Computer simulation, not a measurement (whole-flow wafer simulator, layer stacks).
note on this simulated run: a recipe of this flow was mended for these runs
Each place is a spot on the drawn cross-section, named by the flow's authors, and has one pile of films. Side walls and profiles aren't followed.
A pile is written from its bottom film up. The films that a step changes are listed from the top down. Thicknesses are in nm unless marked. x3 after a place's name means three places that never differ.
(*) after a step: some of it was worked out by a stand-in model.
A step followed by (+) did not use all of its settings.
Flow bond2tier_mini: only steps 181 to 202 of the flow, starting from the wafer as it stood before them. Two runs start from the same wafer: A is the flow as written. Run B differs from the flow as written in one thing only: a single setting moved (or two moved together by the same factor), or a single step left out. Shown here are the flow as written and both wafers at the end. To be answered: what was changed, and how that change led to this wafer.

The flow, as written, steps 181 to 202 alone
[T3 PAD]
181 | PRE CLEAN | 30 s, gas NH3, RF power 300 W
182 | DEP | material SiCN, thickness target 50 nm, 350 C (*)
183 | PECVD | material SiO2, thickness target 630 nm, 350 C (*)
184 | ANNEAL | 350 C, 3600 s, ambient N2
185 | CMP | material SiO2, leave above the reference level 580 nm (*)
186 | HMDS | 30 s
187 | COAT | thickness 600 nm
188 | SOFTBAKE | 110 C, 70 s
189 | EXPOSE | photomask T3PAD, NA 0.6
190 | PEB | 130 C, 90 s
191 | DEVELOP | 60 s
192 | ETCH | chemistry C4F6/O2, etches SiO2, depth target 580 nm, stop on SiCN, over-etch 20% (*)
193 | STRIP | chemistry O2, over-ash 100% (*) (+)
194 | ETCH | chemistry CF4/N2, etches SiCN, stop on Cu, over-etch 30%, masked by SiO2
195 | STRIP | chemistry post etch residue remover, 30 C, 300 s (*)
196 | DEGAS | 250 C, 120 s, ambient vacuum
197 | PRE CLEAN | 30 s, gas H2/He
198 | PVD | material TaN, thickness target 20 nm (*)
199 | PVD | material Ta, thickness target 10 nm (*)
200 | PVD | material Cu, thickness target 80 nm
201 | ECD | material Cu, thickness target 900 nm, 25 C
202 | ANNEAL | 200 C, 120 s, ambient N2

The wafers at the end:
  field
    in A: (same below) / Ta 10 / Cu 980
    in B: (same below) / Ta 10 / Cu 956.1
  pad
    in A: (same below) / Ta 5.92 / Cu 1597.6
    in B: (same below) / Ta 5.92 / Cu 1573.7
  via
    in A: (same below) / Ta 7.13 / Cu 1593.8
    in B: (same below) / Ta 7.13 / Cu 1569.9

The reason: step 200, PVD: thickness target 56.1 nm was run, though the flow has thickness target 80 nm.

How this came from the change, step by step:
  200 | PVD | material Cu, thickness target 80 nm
      field: A Cu gains 80 (new film) | B Cu gains 56.1 (new film)
      pad: A Cu gains 48.7 (new film) | B Cu gains 34.2 (new film)
      (and at 1 other place as well)
